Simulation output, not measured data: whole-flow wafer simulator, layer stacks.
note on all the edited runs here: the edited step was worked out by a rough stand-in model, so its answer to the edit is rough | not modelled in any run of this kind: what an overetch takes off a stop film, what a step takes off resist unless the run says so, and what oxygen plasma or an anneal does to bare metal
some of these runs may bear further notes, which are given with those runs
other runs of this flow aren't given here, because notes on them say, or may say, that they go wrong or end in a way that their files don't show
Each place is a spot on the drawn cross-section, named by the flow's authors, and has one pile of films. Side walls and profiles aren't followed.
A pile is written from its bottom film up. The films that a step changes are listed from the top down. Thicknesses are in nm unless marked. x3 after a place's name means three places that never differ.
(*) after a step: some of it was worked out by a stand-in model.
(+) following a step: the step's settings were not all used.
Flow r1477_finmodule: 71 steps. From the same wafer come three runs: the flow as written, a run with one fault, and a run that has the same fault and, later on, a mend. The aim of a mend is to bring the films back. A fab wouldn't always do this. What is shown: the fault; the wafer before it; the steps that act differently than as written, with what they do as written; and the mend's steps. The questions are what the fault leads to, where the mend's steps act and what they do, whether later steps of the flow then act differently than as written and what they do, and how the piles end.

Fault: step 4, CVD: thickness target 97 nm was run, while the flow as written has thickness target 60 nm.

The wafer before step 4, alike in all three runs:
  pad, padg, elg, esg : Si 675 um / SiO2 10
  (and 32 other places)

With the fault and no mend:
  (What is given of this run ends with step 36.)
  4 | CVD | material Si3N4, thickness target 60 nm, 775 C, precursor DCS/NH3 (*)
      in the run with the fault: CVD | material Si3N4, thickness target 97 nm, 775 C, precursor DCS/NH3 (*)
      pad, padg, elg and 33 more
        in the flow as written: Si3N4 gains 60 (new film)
        in the run with the fault: Si3N4 gains 97 (new film)
  Later steps of the flow acting differently than as written:
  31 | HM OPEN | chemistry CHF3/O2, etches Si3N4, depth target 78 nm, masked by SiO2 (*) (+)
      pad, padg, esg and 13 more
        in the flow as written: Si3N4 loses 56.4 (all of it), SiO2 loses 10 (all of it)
        in the run with the fault: Si3N4 loses 78
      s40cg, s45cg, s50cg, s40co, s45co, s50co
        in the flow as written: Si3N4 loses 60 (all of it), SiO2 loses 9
        in the run with the fault: Si3N4 loses 78
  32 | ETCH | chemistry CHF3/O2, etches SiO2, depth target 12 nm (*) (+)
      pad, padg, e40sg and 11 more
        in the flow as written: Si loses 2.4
        in the run with the fault: Si3N4 loses 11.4
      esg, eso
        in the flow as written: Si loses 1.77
        in the run with the fault: Si3N4 loses 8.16
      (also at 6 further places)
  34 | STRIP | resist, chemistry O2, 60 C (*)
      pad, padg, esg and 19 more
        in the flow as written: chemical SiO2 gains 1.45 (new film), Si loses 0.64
        in the run with the fault: nothing
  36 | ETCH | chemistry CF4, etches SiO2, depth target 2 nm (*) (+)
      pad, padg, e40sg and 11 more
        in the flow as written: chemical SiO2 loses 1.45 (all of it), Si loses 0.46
        in the run with the fault: Si3N4 loses 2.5
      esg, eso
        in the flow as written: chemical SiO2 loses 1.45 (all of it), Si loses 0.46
        in the run with the fault: Si3N4 loses 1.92
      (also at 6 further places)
  The piles after step 36 differ from the flow's at pad, padg, elg and 33 more by more than 2% or 0.5 nm, whichever is larger.
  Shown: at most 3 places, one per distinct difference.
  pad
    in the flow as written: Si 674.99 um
    in the run with the fault: Si 675 um / SiO2 10 / Si3N4 1.45
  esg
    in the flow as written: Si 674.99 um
    in the run with the fault: Si 675 um / SiO2 10 / Si3N4 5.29
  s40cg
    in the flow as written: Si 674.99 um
    in the run with the fault: Si 675 um / SiO2 10 / Si3N4 7.3

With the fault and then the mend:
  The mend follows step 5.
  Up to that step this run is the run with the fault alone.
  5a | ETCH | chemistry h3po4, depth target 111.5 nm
      pad, padg, elg and 33 more
        Si3N4 loses 97 (all of it)
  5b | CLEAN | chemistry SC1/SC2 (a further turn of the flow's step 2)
      alters no film at any place that is followed
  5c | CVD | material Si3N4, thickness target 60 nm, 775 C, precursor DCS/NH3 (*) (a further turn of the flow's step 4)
      pad, padg, elg and 33 more
        Si3N4 gains 60 (new film)
  Every later step of the flow that is run acts as written at every place that is followed.
  By the end, the piles equal the flow's at every place that both follow.
